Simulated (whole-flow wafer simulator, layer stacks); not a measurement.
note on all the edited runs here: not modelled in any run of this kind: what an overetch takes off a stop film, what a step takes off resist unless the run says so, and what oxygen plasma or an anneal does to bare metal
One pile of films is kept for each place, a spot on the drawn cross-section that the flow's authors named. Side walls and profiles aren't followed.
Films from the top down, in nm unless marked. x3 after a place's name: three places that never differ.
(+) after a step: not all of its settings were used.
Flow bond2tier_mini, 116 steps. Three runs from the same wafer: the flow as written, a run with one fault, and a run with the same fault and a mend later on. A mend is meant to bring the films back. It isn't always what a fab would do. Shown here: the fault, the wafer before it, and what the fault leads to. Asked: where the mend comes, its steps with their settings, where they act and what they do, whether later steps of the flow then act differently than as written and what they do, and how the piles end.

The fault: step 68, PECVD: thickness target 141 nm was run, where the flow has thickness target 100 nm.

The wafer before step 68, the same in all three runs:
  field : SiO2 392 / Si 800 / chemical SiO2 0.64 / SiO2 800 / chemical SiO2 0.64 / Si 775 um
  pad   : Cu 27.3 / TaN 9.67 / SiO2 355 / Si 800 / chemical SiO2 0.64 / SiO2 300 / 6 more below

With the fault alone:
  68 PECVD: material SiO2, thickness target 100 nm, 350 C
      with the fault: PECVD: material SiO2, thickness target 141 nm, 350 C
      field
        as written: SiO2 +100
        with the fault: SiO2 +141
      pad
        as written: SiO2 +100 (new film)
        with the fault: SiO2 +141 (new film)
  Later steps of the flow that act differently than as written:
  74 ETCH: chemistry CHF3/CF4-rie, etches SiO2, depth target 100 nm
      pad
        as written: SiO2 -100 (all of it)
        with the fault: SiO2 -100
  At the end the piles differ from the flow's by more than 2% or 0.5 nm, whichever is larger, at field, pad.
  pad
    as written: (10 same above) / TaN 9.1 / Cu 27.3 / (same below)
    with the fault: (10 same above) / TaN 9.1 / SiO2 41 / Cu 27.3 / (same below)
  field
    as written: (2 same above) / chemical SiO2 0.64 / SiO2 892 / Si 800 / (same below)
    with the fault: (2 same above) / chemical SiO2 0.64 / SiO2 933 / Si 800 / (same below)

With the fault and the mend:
  The mend comes after step 73.
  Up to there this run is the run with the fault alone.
  73a STRIP: chemistry O2, over-ash 100% (+)
      field
        KrF resist -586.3 (all of it)
  73b ETCH: chemistry CHF3/CF4-rie, etches SiO2, depth target 41 nm (the flow's step 62 once more, with other settings)
      field, pad
        SiO2 -41
  73c COAT: KrF resist, thickness 600 nm (the flow's step 69 once more)
      field, pad
        KrF resist +600 (new film)
  73d SOFTBAKE: KrF resist (the flow's step 70 once more)
      changes no film at any place that is followed
  73e EXPOSE: photomask T2PAD, NA 0.6 (the flow's step 71 once more)
      changes no film at any place that is followed
  73f PEB: KrF resist (the flow's step 72 once more)
      changes no film at any place that is followed
  73g DEVELOP: developer TMAH-0.26N, 60 s (the flow's step 73 once more)
      field
        KrF resist -13.7
      pad
        KrF resist -600 (all of it)
  No later step of the flow acts differently than as written at any place that is followed.
  At the end the piles are the same as the flow's at every place that both follow.
